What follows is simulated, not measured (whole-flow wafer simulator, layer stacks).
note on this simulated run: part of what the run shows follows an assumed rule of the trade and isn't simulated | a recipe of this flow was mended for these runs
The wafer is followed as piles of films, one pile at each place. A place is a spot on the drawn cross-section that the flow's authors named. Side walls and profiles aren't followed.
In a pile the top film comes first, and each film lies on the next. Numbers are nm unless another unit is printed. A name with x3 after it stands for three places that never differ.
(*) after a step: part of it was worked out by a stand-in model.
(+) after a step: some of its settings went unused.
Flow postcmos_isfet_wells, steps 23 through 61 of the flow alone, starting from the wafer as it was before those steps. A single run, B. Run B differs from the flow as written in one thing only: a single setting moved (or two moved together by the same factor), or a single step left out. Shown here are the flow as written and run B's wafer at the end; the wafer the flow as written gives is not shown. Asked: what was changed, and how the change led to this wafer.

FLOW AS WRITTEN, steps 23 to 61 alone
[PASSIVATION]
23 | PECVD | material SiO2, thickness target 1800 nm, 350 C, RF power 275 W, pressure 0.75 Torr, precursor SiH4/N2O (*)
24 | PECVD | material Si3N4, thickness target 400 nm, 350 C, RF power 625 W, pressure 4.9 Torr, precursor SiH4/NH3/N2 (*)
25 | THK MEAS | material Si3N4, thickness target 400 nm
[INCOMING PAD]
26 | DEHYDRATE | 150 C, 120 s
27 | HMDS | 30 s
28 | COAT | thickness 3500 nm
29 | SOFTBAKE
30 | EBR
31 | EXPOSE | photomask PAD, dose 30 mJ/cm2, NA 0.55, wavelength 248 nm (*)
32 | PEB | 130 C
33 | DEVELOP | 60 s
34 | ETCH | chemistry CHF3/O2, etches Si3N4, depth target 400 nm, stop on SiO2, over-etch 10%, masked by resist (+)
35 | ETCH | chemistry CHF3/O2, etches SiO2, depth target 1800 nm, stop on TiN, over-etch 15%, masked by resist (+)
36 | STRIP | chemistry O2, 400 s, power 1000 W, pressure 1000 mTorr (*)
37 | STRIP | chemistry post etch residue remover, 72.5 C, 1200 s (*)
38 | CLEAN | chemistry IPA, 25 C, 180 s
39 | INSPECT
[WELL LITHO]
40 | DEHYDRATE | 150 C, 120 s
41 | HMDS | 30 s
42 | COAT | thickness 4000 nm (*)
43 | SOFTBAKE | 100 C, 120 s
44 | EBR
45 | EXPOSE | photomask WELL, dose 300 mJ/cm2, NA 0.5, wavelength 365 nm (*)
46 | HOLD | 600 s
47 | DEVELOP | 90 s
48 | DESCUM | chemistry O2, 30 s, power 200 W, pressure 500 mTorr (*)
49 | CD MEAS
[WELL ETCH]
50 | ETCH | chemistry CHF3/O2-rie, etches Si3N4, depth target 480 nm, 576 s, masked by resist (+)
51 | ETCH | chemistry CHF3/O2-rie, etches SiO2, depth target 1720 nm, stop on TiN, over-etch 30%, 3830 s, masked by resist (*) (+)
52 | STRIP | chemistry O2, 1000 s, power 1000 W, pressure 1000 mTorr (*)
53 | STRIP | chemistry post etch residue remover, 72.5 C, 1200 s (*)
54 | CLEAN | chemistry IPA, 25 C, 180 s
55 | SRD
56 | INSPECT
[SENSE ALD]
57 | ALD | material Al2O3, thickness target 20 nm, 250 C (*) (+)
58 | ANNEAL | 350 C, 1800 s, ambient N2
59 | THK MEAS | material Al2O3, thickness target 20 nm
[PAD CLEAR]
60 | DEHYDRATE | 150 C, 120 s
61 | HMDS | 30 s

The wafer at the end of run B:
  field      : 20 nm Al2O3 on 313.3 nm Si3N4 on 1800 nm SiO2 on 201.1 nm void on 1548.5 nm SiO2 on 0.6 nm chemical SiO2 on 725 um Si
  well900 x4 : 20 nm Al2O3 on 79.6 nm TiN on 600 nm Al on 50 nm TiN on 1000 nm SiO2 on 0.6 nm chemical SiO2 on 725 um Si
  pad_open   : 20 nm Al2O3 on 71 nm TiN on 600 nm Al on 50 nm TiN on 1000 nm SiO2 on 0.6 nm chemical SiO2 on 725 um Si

Cause: step 24, PECVD: thickness target 314 nm was run, whereas the flow has thickness target 400 nm.

The path from the change to this, step by step:
  24 | PECVD | material Si3N4, thickness target 400 nm, 350 C, RF power 625 W, pressure 4.9 Torr, precursor SiH4/NH3/N2 (*)
      field, margin x2, well900 x4, pad_clr, pad_open: Si3N4 gains 314 (new film) (as written it would have been: Si3N4 gains 400 (new film))
  34 | ETCH | chemistry CHF3/O2, etches Si3N4, depth target 400 nm, stop on SiO2, over-etch 10%, masked by resist (+)
      field, margin x2, well900 x4, pad_clr: thick-KrF-resist loses 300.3 (as written it would have been: thick-KrF-resist loses 382.6)
      pad_open: Si3N4 loses 314 (all of it), SiO2 loses 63 (as written it would have been: Si3N4 loses 400 (all of it), SiO2 loses 20)
  35 | ETCH | chemistry CHF3/O2, etches SiO2, depth target 1800 nm, stop on TiN, over-etch 15%, masked by resist (+)
      field, margin x2, well900 x4, pad_clr: thick-KrF-resist loses 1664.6 (as written it would have been: thick-KrF-resist loses 1705.8)
      pad_open: SiO2 loses 1737 (all of it), TiN loses 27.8 (as written it would have been: SiO2 loses 1780 (all of it), TiN loses 24.2)
  36 | STRIP | chemistry O2, 400 s, power 1000 W, pressure 1000 mTorr (*)
      field, margin x2, well900 x4, pad_clr: thick-KrF-resist loses 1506 (all of it) (as written it would have been: thick-KrF-resist loses 1382.5 (all of it))
  43 | SOFTBAKE | 100 C, 120 s
      pad_clr: thick-g/i-line-resist loses 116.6 (as written it would have been: thick-g/i-line-resist loses 123)
      pad_open: thick-g/i-line-resist gains 70.9 (as written it would have been: thick-g/i-line-resist gains 73)
  50 | ETCH | chemistry CHF3/O2-rie, etches Si3N4, depth target 480 nm, 576 s, masked by resist (+)
      well900 x4: Si3N4 loses 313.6 (all of it), SiO2 loses 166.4 (as written it would have been: Si3N4 loses 399.6 (all of it), SiO2 loses 80.4)
  51 | ETCH | chemistry CHF3/O2-rie, etches SiO2, depth target 1720 nm, stop on TiN, over-etch 30%, 3830 s, masked by resist (*) (+)
      well900 x4: SiO2 loses 1633.6 (all of it), TiN loses 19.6 (as written it would have been: SiO2 loses 1719.6 (all of it), TiN loses 20.6)
